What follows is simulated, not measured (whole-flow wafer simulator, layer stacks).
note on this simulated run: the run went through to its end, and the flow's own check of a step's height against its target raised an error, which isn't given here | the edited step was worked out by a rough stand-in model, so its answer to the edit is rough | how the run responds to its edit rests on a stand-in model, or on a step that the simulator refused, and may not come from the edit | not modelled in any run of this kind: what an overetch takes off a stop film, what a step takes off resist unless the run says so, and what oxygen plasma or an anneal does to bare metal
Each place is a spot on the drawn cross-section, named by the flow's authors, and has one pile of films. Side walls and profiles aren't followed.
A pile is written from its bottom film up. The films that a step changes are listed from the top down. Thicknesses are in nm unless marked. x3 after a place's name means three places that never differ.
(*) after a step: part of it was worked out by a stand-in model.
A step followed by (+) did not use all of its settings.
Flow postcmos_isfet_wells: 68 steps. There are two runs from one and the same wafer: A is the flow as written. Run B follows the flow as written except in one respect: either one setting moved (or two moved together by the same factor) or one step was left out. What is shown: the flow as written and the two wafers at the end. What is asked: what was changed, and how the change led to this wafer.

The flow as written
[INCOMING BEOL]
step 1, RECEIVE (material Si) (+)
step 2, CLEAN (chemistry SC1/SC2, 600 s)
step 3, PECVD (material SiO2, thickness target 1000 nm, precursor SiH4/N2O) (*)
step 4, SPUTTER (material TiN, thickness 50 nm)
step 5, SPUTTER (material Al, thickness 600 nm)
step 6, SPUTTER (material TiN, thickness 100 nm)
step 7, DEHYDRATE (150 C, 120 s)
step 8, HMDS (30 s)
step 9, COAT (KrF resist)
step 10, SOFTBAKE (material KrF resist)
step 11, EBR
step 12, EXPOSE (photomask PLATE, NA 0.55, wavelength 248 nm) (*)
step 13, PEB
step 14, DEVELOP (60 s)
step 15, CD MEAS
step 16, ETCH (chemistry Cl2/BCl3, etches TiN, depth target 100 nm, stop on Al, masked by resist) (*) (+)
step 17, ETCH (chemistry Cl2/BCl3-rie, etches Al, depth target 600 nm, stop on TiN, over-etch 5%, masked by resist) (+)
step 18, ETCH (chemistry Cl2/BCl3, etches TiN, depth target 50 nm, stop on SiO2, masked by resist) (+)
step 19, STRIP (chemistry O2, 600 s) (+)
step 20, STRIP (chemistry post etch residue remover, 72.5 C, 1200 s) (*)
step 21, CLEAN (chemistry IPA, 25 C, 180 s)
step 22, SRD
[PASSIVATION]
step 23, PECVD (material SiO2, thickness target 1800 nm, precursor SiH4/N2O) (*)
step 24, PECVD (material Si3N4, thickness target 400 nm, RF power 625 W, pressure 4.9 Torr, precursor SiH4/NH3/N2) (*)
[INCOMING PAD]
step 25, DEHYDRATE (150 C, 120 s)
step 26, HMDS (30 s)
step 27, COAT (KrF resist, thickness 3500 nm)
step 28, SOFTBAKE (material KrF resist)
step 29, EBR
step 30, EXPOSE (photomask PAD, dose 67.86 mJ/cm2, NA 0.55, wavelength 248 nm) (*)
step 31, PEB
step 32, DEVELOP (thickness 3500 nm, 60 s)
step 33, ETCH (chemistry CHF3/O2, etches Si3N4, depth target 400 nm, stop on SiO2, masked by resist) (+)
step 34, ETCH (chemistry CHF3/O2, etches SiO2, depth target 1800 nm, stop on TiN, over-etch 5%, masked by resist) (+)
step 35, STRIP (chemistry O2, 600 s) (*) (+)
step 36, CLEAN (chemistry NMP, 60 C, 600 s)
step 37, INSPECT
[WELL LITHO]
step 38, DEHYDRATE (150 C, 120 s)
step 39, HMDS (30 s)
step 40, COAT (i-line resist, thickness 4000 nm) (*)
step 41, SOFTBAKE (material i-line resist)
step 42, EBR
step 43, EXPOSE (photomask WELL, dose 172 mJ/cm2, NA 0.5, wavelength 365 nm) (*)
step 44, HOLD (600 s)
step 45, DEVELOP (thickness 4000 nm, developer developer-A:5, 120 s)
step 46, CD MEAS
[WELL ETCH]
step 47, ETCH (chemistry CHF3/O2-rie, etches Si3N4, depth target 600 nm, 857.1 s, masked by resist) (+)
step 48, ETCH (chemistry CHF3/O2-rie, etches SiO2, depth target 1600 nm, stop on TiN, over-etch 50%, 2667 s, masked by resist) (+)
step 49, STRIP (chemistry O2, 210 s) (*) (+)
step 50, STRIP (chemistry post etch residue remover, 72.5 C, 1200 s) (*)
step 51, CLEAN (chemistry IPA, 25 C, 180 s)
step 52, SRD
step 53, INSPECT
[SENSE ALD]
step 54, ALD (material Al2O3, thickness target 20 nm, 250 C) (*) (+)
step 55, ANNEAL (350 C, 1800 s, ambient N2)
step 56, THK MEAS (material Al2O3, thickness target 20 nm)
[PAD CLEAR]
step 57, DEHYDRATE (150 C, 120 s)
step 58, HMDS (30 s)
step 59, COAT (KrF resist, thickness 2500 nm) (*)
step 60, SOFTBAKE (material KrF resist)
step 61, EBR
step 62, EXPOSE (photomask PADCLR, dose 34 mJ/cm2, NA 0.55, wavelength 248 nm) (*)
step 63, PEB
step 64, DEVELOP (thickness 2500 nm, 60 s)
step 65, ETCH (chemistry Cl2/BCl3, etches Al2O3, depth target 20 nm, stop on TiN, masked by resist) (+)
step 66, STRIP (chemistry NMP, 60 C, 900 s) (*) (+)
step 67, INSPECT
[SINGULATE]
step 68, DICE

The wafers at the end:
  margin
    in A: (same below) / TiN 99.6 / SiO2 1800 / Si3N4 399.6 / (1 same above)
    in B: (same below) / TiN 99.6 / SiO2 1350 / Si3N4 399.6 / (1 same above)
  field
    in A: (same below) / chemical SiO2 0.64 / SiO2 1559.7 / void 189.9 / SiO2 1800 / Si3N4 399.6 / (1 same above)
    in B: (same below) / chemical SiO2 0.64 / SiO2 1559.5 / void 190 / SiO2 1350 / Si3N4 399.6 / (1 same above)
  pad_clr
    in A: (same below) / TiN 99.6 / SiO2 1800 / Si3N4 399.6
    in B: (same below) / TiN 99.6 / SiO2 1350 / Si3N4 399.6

Cause: step 23, PECVD: thickness target 1350 nm was run, though the flow has thickness target 1800 nm.
The wafer itself shows it: margin has SiO2 1350, and step 23 as written asks for 1800 nm.

Step by step, how the change led to this:
  step 23, PECVD (material SiO2, thickness target 1800 nm, precursor SiH4/N2O) (*)
      margin, well900, well1300 x3, pad_rim, pad_clr, pad_open: A SiO2 gains 1800 (new film) | B SiO2 gains 1350 (new film)
      field: A SiO2 gains 1800 (new film), void gains 189.9 (new film), SiO2 gains 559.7 | B SiO2 gains 1350 (new film), void gains 190 (new film), SiO2 gains 559.5
  step 34, ETCH (chemistry CHF3/O2, etches SiO2, depth target 1800 nm, stop on TiN, over-etch 5%, masked by resist) (+)
      field, margin, well900, well1300 x3, pad_rim, pad_clr: A KrF resist loses 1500 | B KrF resist loses 1181.2
      pad_open: A SiO2 loses 1800 (all of it) | B SiO2 loses 1350 (all of it)
  step 35, STRIP (chemistry O2, 600 s) (*) (+)
      field, margin, well900, well1300 x3, pad_rim, pad_clr: A KrF resist loses 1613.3 (all of it) | B KrF resist loses 1932.1 (all of it)
  step 40, COAT (i-line resist, thickness 4000 nm) (*)
      pad_clr: A i-line resist gains 3256.8 (new film) | B i-line resist gains 3399 (new film)
      pad_open: A i-line resist gains 4804.7 (new film) | B i-line resist gains 4642.6 (new film)
  step 41, SOFTBAKE (material i-line resist)
      pad_clr: A i-line resist loses 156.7 | B i-line resist loses 113.4
      pad_open: A i-line resist gains 115.3 | B i-line resist gains 94.7
  step 48, ETCH (chemistry CHF3/O2-rie, etches SiO2, depth target 1600 nm, stop on TiN, over-etch 50%, 2667 s, masked by resist) (+)
      well900, well1300 x3: A SiO2 loses 1600 (all of it) | B SiO2 loses 1150 (all of it)
  step 49, STRIP (chemistry O2, 210 s) (*) (+)
      pad_clr: A i-line resist loses 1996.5 (all of it) | B i-line resist loses 2182 (all of it)
      pad_open: A i-line resist loses 3816.3 (all of it) | B i-line resist loses 3633.6 (all of it)
  step 59, COAT (KrF resist, thickness 2500 nm) (*)
      field: A KrF resist gains 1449 (new film) | B KrF resist gains 1664 (new film)
      margin: A KrF resist gains 1448.9 (new film) | B KrF resist gains 1663.9 (new film)
      (as well as at 3 more places)
  step 60, SOFTBAKE (material KrF resist)
      pad_clr: A KrF resist loses 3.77 | B KrF resist loses 3.09
  step 63, PEB
      field, margin: A KrF resist loses 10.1 | B KrF resist loses 11.6
      pad_rim: A KrF resist loses 13.9 | B KrF resist loses 14.6
      (as well as at 2 more places)
  step 64, DEVELOP (thickness 2500 nm, 60 s)
      pad_clr: A KrF resist loses 1676 (all of it) | B KrF resist loses 1827.9 (all of it)
      pad_open: A KrF resist loses 3045.1 (all of it) | B KrF resist loses 2932.5 (all of it)
  step 66, STRIP (chemistry NMP, 60 C, 900 s) (*) (+)
      field: A KrF resist loses 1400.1 (all of it) | B KrF resist loses 1613.6 (all of it)
      margin: A KrF resist loses 1400.1 (all of it) | B KrF resist loses 1613.5 (all of it)
      (as well as at 1 more place)
